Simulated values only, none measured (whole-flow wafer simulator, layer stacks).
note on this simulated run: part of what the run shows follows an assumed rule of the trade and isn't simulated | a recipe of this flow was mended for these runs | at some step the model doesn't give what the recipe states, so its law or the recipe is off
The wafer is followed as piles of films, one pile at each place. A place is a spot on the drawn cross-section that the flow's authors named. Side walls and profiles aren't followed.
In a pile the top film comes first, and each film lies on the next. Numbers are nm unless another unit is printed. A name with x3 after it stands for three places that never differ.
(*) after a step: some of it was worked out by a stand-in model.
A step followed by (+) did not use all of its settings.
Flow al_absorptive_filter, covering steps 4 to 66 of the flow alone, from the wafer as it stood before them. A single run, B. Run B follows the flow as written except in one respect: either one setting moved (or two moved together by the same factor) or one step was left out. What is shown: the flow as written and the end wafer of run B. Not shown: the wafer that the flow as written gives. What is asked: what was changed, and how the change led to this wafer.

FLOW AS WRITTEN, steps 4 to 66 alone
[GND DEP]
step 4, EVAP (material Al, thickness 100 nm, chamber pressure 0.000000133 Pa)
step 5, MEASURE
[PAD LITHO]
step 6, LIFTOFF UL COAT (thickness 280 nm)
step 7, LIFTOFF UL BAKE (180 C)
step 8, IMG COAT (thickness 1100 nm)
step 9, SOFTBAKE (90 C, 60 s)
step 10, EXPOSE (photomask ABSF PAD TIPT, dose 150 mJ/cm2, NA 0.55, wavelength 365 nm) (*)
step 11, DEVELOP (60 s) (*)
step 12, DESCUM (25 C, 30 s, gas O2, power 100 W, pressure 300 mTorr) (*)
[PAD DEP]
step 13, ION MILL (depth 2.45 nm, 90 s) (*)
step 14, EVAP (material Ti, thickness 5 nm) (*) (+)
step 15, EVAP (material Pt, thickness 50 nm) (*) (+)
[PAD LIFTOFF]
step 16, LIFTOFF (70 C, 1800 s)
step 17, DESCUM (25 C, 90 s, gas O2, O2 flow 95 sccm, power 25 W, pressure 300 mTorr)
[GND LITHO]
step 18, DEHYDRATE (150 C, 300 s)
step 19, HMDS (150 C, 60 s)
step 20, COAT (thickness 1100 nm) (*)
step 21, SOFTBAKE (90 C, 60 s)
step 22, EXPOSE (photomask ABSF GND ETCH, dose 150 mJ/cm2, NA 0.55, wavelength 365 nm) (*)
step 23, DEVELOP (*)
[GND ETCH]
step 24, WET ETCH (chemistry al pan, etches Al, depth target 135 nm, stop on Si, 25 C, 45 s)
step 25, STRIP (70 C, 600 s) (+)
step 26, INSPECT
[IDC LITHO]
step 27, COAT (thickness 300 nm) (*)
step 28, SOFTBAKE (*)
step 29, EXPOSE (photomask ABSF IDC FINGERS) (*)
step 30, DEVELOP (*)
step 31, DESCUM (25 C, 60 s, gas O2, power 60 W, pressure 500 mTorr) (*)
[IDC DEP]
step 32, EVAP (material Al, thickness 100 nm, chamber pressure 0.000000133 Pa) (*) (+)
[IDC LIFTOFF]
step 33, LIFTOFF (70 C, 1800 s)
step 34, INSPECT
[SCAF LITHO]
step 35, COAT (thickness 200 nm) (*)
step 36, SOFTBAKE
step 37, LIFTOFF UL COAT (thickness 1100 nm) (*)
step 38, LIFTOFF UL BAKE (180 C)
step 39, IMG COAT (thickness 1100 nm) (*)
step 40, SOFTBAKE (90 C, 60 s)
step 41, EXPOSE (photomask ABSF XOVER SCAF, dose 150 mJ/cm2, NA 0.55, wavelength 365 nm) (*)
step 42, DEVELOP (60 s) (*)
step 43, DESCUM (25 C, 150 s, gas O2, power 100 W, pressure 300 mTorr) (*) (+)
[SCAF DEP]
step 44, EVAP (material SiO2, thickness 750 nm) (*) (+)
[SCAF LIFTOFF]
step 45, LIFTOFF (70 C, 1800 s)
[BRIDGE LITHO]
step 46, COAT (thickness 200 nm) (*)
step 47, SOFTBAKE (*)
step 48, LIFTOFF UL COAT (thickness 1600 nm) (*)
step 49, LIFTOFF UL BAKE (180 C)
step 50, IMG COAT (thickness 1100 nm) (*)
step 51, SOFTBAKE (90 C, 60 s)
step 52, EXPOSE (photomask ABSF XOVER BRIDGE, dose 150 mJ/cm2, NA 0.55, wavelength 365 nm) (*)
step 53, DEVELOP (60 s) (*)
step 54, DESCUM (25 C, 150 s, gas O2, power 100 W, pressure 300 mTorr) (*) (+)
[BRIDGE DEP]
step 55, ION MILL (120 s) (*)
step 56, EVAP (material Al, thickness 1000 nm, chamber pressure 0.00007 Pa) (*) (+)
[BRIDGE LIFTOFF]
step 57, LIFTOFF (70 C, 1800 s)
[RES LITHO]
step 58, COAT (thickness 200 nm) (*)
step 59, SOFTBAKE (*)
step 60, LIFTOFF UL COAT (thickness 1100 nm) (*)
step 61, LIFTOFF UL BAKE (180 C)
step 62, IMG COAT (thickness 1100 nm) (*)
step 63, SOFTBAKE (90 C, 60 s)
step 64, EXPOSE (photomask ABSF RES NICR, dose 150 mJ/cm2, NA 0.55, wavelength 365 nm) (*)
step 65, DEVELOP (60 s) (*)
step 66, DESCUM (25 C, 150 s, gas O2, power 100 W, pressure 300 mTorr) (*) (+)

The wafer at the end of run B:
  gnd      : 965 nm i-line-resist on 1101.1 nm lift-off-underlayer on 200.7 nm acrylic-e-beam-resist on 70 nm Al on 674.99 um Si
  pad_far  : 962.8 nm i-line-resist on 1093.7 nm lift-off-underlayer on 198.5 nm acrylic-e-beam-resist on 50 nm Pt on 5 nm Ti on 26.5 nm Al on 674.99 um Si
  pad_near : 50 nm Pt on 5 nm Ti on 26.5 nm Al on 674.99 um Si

What caused this: step 4, EVAP: thickness 70 nm was run, while the flow as written has thickness 100 nm.
The wafer itself shows it: gnd has Al 70, and step 4 as written asks for 100 nm.

The path from the change to this, step by step:
  step 4, EVAP (material Al, thickness 100 nm, chamber pressure 0.000000133 Pa)
      gnd, pad_far, pad_near and 11 more: +70 Al (new film) (it would be, as written: +100 Al (new film))
  step 24, WET ETCH (chemistry al pan, etches Al, depth target 135 nm, stop on Si, 25 C, 45 s)
      res, xl_gap, idc_field, idc_line, idc_space: -56.7 Al (all of it) (it would be, as written: -86.7 Al (all of it))
  step 27, COAT (thickness 300 nm) (*)
      ledge: +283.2 e-beam-resist (new film) (it would be, as written: +274.4 e-beam-resist (new film))
      res: +335.4 e-beam-resist (new film) (it would be, as written: +349.6 e-beam-resist (new film))
      (also at 1 further place)
  step 33, LIFTOFF (70 C, 1800 s)
      ledge: -100 Al (all of it), -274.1 e-beam-resist (all of it) (it would be, as written: -100 Al (all of it), -265.3 e-beam-resist (all of it))
      res: -100 Al (all of it), -326.4 e-beam-resist (all of it) (it would be, as written: -100 Al (all of it), -340.6 e-beam-resist (all of it))
      (also at 1 further place)
  step 35, COAT (thickness 200 nm) (*)
      ledge: +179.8 acrylic-e-beam-resist (new film) (it would be, as written: +169.8 acrylic-e-beam-resist (new film))
      res: +222.9 acrylic-e-beam-resist (new film) (it would be, as written: +231.4 acrylic-e-beam-resist (new film))
      (also at 2 further places)
  step 43, DESCUM (25 C, 150 s, gas O2, power 100 W, pressure 300 mTorr) (*) (+)
      gnd, pad_far, pad_near and 7 more: -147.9 i-line-resist (it would be, as written: -159.6 i-line-resist)
      xl_gap: -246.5 acrylic-e-beam-resist (all of it) (it would be, as written: -265.9 acrylic-e-beam-resist (all of it))
      (also at 1 further place)
  step 45, LIFTOFF (70 C, 1800 s)
      ledge: -750 SiO2 (all of it), -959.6 i-line-resist (all of it), -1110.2 lift-off-underlayer (all of it), -179.8 acrylic-e-beam-resist (all of it) (it would be, as written: -750 SiO2 (all of it), -952.1 i-line-resist (all of it), -1114 lift-off-underlayer (all of it), -169.8 acrylic-e-beam-resist (all of it))
      res: -750 SiO2 (all of it), -962.8 i-line-resist (all of it), -1133.8 lift-off-underlayer (all of it), -222.9 acrylic-e-beam-resist (all of it) (it would be, as written: -750 SiO2 (all of it), -956.3 i-line-resist (all of it), -1148.2 lift-off-underlayer (all of it), -231.4 acrylic-e-beam-resist (all of it))
  step 46, COAT (thickness 200 nm) (*)
      ledge: +179.8 acrylic-e-beam-resist (new film) (it would be, as written: +169.8 acrylic-e-beam-resist (new film))
      res: +222.9 acrylic-e-beam-resist (new film) (it would be, as written: +231.4 acrylic-e-beam-resist (new film))
      (also at 2 further places)
  step 54, DESCUM (25 C, 150 s, gas O2, power 100 W, pressure 300 mTorr) (*) (+)
      xl_gap: -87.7 acrylic-e-beam-resist (all of it) (it would be, as written: -97.9 acrylic-e-beam-resist (all of it))
      xl_turn: -146.7 acrylic-e-beam-resist (all of it) (it would be, as written: -141.8 acrylic-e-beam-resist (all of it))
  step 57, LIFTOFF (70 C, 1800 s)
      ledge: -1000 Al (all of it), -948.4 i-line-resist (all of it), -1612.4 lift-off-underlayer (all of it), -179.8 acrylic-e-beam-resist (all of it) (it would be, as written: -1000 Al (all of it), -951.7 i-line-resist (all of it), -1617.2 lift-off-underlayer (all of it), -169.8 acrylic-e-beam-resist (all of it))
      res: -1000 Al (all of it), -950.4 i-line-resist (all of it), -1637.3 lift-off-underlayer (all of it), -222.9 acrylic-e-beam-resist (all of it) (it would be, as written: -1000 Al (all of it), -954.3 i-line-resist (all of it), -1653.2 lift-off-underlayer (all of it), -231.4 acrylic-e-beam-resist (all of it))
  step 58, COAT (thickness 200 nm) (*)
      ledge: +179.8 acrylic-e-beam-resist (new film) (it would be, as written: +169.8 acrylic-e-beam-resist (new film))
      res: +222.9 acrylic-e-beam-resist (new film) (it would be, as written: +231.4 acrylic-e-beam-resist (new film))
      (also at 2 further places)
  step 60, LIFTOFF UL COAT (thickness 1100 nm) (*)
      xl_gap: +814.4 lift-off-underlayer (new film) (it would be, as written: +831.4 lift-off-underlayer (new film))
  step 66, DESCUM (25 C, 150 s, gas O2, power 100 W, pressure 300 mTorr) (*) (+)
      gnd, pad_far, xa_field and 8 more: -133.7 i-line-resist (it would be, as written: -138.9 i-line-resist)
      ledge: -179.8 acrylic-e-beam-resist (all of it) (it would be, as written: -169.8 acrylic-e-beam-resist (all of it))
      (also at 1 further place)
